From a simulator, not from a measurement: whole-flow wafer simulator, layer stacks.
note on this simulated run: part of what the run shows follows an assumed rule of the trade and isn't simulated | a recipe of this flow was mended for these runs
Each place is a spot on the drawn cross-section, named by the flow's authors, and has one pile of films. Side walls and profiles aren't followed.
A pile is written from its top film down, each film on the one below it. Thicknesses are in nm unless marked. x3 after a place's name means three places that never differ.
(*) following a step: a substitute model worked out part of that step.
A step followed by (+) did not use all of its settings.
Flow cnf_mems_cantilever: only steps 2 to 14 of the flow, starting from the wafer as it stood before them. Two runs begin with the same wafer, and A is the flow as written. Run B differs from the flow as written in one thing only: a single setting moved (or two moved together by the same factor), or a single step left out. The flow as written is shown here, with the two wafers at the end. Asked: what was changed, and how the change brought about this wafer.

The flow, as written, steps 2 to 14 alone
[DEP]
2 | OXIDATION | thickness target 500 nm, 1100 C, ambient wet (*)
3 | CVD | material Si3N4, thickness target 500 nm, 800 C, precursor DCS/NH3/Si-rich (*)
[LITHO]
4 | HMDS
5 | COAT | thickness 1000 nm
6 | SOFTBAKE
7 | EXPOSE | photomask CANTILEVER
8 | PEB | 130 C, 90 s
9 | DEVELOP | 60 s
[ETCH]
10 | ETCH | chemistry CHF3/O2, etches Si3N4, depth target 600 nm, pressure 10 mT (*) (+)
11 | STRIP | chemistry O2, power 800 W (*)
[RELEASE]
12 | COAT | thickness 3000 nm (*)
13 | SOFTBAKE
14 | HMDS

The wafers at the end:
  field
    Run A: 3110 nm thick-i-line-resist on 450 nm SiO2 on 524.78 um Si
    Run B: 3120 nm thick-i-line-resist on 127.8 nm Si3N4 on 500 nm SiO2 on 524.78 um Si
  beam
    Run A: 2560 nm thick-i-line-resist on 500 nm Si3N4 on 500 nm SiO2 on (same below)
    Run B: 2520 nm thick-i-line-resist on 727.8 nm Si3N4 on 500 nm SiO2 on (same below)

The reason: step 3, CVD: 835 C was run, whereas the flow has 800 C.

The path from the change to this, step by step:
  3 | CVD | material Si3N4, thickness target 500 nm, 800 C, precursor DCS/NH3/Si-rich (*)
      field, beam: A Si3N4 gains 500 (new film) | B Si3N4 gains 727.8 (new film)
  10 | ETCH | chemistry CHF3/O2, etches Si3N4, depth target 600 nm, pressure 10 mT (*) (+)
      field: A Si3N4 loses 500 (all of it), SiO2 loses 50 | B Si3N4 loses 600
  13 | SOFTBAKE
      field: A thick-i-line-resist gains 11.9 | B thick-i-line-resist gains 13.2
      beam: A thick-i-line-resist loses 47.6 | B thick-i-line-resist loses 52.8
